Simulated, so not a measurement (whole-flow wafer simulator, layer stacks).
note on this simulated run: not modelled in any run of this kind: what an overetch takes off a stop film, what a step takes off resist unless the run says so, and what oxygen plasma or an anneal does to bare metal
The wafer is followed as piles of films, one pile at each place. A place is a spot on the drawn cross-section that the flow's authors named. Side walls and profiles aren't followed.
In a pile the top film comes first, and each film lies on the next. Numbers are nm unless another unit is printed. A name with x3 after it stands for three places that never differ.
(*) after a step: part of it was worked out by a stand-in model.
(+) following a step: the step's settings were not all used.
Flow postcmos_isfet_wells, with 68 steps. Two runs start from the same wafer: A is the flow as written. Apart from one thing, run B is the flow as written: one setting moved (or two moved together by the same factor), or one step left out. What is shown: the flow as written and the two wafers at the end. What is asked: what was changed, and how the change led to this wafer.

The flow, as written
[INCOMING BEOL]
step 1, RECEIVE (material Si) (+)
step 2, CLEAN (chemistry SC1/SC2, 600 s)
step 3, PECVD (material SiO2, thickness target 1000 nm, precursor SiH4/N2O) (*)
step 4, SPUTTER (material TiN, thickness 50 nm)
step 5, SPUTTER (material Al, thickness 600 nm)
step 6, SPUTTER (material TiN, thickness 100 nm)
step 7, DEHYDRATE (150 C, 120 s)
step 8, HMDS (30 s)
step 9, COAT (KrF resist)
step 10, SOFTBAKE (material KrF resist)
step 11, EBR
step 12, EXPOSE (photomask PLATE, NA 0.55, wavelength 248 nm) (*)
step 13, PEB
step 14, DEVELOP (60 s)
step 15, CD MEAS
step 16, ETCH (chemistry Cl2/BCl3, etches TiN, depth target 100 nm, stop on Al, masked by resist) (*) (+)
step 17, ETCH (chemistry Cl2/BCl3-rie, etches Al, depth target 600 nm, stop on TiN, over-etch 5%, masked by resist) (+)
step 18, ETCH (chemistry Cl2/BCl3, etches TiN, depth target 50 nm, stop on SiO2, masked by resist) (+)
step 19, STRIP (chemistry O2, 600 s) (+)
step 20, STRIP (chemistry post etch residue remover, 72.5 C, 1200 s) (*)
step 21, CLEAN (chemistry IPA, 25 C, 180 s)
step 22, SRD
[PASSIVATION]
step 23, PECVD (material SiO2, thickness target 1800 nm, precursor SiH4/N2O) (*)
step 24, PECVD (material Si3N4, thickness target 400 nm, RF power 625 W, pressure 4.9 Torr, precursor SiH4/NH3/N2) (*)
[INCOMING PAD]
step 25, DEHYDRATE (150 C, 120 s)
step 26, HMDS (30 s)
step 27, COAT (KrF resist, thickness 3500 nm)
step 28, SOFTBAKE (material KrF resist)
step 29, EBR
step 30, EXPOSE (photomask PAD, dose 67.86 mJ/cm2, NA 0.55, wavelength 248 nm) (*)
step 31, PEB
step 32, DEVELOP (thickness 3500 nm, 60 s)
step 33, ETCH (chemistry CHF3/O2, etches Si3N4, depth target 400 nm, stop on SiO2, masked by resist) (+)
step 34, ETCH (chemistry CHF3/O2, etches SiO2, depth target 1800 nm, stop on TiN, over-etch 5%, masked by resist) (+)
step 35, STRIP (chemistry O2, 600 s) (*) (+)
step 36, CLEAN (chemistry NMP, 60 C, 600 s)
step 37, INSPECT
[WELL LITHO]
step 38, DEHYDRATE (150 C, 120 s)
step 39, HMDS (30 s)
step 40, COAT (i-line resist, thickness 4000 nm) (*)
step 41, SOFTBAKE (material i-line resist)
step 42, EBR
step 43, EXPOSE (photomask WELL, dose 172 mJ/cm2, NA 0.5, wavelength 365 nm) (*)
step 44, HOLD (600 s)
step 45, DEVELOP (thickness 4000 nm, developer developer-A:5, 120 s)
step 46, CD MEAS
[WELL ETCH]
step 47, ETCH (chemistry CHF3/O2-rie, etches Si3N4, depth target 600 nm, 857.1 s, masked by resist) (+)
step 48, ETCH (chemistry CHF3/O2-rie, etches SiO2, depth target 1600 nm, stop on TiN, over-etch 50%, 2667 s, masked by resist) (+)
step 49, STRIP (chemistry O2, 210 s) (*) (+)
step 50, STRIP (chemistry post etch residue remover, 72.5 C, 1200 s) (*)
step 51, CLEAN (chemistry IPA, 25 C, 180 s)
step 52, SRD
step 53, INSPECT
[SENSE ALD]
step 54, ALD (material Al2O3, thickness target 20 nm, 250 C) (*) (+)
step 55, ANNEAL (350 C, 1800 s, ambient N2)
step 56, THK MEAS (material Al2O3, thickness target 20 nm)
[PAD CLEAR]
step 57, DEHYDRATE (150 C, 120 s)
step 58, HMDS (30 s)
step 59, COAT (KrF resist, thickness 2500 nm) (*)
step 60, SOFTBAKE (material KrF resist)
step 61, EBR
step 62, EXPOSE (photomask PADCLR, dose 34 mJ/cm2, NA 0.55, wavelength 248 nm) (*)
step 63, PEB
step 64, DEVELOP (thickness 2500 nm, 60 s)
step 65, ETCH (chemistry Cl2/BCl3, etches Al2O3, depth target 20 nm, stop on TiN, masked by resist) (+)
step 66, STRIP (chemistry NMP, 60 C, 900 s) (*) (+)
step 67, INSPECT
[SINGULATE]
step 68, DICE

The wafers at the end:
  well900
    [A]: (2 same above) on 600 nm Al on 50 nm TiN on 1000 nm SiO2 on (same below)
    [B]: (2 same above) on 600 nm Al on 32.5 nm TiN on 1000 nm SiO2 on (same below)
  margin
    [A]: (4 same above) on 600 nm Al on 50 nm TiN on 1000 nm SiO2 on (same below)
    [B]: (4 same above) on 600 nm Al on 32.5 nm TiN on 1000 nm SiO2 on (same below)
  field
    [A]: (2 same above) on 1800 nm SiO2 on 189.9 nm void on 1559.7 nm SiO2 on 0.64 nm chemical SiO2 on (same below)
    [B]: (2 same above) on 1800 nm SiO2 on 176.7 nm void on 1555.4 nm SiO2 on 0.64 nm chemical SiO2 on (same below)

What caused this: step 4, SPUTTER: thickness 32.5 nm was run, whereas the flow has thickness 50 nm.
The wafer lets one read it off: well900 has TiN 32.5, and step 4 as written asks for 50 nm.

How this came from the change, step by step:
  step 4, SPUTTER (material TiN, thickness 50 nm)
      field, margin, well900, well1300 x3, pad_rim, pad_clr, pad_open: A TiN gains 50 (new film) | B TiN gains 32.5 (new film)
  step 18, ETCH (chemistry Cl2/BCl3, etches TiN, depth target 50 nm, stop on SiO2, masked by resist) (+)
      field: A TiN loses 50 (all of it) | B TiN loses 32.5 (all of it)
  step 23, PECVD (material SiO2, thickness target 1800 nm, precursor SiH4/N2O) (*)
      field: A SiO2 gains 1800 (new film), void gains 189.9 (new film), SiO2 gains 559.7 | B SiO2 gains 1800 (new film), void gains 176.7 (new film), SiO2 gains 555.4
